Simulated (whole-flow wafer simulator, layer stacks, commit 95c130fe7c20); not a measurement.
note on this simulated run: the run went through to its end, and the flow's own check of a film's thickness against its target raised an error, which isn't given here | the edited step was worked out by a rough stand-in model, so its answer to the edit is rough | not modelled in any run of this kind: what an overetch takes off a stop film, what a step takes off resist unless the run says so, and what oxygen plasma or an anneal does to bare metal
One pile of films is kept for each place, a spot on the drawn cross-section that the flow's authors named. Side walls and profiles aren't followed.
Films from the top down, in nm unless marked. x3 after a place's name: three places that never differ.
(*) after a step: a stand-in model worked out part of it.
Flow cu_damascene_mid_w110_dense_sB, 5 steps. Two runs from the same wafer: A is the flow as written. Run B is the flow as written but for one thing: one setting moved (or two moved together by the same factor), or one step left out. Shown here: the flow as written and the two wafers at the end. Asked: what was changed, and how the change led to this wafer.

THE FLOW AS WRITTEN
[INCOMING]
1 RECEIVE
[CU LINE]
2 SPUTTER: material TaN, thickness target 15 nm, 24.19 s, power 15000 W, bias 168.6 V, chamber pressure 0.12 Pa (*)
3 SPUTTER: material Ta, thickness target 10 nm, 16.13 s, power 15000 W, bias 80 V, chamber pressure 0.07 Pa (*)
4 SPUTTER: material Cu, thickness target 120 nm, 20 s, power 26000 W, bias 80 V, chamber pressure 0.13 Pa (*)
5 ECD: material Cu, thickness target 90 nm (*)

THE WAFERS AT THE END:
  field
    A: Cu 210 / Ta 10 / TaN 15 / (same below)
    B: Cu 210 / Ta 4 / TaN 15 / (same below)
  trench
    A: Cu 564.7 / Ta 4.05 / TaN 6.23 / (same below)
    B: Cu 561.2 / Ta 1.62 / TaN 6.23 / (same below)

The cause: step 3, SPUTTER: thickness target 4 nm was run, where the flow has thickness target 10 nm; step 3, SPUTTER: 6.45 s was run, where the flow has 16.13 s.
It can be read off the wafer: field has Ta 4, and step 3 as written asks for 10 nm.

How the change led to this, step by step:
  3 SPUTTER: material Ta, thickness target 10 nm, 16.13 s, power 15000 W, bias 80 V, chamber pressure 0.07 Pa (*)
      field: A Ta +10 (new film) | B Ta +4 (new film)
      trench: A Ta +4.05 (new film) | B Ta +1.62 (new film)
